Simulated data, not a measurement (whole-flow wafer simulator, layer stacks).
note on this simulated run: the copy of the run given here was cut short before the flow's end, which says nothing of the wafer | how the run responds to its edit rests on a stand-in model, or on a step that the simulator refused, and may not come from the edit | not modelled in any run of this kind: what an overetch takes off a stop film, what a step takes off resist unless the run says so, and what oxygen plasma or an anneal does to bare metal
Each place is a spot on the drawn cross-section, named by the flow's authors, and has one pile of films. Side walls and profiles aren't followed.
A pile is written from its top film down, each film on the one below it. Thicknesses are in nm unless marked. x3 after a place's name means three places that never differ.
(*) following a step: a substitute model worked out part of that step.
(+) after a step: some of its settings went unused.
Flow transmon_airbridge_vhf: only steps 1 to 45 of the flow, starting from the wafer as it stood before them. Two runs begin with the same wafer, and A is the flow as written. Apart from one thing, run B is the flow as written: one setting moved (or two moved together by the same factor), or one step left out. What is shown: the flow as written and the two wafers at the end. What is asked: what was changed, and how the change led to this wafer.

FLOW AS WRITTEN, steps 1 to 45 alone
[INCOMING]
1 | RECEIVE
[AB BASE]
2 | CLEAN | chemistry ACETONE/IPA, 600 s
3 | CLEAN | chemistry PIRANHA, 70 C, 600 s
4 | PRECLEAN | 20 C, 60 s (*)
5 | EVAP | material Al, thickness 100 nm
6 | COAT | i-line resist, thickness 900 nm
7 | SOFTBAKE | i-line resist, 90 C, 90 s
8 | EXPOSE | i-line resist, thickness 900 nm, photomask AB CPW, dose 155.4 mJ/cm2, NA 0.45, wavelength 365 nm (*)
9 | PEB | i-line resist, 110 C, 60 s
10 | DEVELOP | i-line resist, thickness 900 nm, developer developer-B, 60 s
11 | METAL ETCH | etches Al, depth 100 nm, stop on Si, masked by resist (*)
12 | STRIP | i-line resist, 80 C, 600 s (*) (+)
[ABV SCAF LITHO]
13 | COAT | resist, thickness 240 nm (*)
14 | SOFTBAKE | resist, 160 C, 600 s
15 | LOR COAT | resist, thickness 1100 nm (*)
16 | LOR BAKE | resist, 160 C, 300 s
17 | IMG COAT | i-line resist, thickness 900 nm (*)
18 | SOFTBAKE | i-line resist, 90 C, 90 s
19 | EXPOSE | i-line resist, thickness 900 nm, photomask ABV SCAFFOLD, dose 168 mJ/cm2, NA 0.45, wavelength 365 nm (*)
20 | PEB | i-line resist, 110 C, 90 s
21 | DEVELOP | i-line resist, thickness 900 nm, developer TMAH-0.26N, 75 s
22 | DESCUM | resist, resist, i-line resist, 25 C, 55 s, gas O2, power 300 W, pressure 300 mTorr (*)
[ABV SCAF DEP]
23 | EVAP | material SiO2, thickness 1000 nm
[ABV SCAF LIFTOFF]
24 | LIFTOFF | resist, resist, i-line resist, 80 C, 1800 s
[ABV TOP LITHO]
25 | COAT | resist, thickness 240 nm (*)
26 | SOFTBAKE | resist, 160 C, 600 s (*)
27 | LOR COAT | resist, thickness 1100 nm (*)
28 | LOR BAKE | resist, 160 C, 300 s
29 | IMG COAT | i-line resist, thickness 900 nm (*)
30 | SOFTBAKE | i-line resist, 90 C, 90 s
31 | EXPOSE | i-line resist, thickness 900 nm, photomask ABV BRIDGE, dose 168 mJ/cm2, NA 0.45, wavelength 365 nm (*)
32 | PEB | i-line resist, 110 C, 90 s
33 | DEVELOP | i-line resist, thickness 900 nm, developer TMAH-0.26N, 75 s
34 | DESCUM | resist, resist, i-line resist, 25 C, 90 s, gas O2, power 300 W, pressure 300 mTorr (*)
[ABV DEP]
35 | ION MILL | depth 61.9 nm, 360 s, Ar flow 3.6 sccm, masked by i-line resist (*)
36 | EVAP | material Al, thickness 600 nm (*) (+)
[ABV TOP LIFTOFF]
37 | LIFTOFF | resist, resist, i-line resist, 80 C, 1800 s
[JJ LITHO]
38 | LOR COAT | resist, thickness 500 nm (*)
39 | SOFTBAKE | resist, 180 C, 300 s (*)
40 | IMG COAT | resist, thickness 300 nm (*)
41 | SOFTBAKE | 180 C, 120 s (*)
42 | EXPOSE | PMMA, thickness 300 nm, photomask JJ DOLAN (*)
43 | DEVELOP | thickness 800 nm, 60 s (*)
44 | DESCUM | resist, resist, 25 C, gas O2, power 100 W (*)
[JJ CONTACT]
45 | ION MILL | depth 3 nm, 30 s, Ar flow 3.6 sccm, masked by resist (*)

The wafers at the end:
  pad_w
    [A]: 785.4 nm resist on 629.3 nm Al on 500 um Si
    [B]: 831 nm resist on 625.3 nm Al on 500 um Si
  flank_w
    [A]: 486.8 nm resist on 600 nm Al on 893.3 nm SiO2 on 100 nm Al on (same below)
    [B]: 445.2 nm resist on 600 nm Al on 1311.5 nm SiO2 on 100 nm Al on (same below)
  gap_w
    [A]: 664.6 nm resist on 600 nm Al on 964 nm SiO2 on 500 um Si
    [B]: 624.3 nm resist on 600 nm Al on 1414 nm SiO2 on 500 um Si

The reason: step 23, EVAP: thickness 1450 nm was run, while the flow as written has thickness 1000 nm.

The path from the change to this, step by step:
  23 | EVAP | material SiO2, thickness 1000 nm
      field x3, jj_line, ground_far and 10 more: A SiO2 gains 1000 (new film) | B SiO2 gains 1450 (new film)
      flank_w, flank_e: A SiO2 gains 929.3 (new film) | B SiO2 gains 1347.5 (new film)
  24 | LIFTOFF | resist, resist, i-line resist, 80 C, 1800 s
      field x3, jj_line, trace_open_s x2: A SiO2 loses 1000 (all of it), i-line resist loses 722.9 (all of it), resist loses 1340 (all of it) | B SiO2 loses 1450 (all of it), i-line resist loses 722.9 (all of it), resist loses 1340 (all of it)
      pad_w, pad_e: A SiO2 loses 1000 (all of it), i-line resist loses 718 (all of it), resist loses 1330.2 (all of it) | B SiO2 loses 1450 (all of it), i-line resist loses 718 (all of it), resist loses 1330.2 (all of it)
      (also at 1 further place)
  25 | COAT | resist, thickness 240 nm (*)
      flank_w, flank_e: A resist gains 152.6 (new film) | B resist gains 137.4 (new film)
      gap_w, gap_e: A resist gains 210.7 (new film) | B resist gains 192 (new film)
      (also at 6 further places)
  27 | LOR COAT | resist, thickness 1100 nm (*)
      gap_w, gap_e: A resist gains 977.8 | B resist gains 918.9
      margin_s, margin_n: A resist gains 823.4 | B resist gains 726.1
      (also at 6 further places)
  29 | IMG COAT | i-line resist, thickness 900 nm (*)
      gap_w, gap_e: A i-line resist gains 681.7 (new film) | B i-line resist gains 581.8 (new film)
      margin_s, margin_n: A i-line resist gains 603.2 (new film) | B i-line resist gains 462.6 (new film)
      (also at 7 further places)
  32 | PEB | i-line resist, 110 C, 90 s
      pad_w, pad_e: A i-line resist loses 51 | B i-line resist loses 53.2
      flank_w, flank_e: A i-line resist loses 38.3 | B i-line resist loses 33.6
      (also at 7 further places)
  33 | DEVELOP | i-line resist, thickness 900 nm, developer TMAH-0.26N, 75 s
      gap_w, gap_e: A i-line resist loses 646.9 (all of it), resist loses 977.8 | B i-line resist loses 552.3 (all of it), resist loses 918.9
      pad_w: A i-line resist loses 937.2 (all of it), resist loses 1247.8 | B i-line resist loses 975.2 (all of it), resist loses 1317.7
      (also at 5 further places)
  34 | DESCUM | resist, resist, i-line resist, 25 C, 90 s, gas O2, power 300 W, pressure 300 mTorr (*)
      flank_w, flank_e: A resist loses 152.6 (all of it) | B resist loses 137.4 (all of it)
      gap_w, gap_e: A resist loses 210.7 (all of it) | B resist loses 192 (all of it)
      (also at 4 further places)
  37 | LIFTOFF | resist, resist, i-line resist, 80 C, 1800 s
      margin_s, margin_n: A Al loses 600 (all of it), i-line resist loses 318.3 (all of it), resist loses 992 (all of it) | B Al loses 600 (all of it), i-line resist loses 185.1 (all of it), resist loses 869.9 (all of it)
      ground_far: A Al loses 600 (all of it), i-line resist loses 717.9 (all of it), resist loses 1384.9 (all of it) | B Al loses 600 (all of it), i-line resist loses 773.5 (all of it), resist loses 1396.9 (all of it)
  38 | LOR COAT | resist, thickness 500 nm (*)
      pad_w, pad_e: A resist gains 517 (new film) | B resist gains 547.4 (new film)
      flank_w, flank_e: A resist gains 306.5 (new film) | B resist gains 278.6 (new film)
      (also at 6 further places)
  40 | IMG COAT | resist, thickness 300 nm (*)
      pad_w, pad_e: A resist gains 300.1 | B resist gains 315.4
      flank_w, flank_e: A resist gains 212.1 | B resist gains 198.4
      (also at 6 further places)
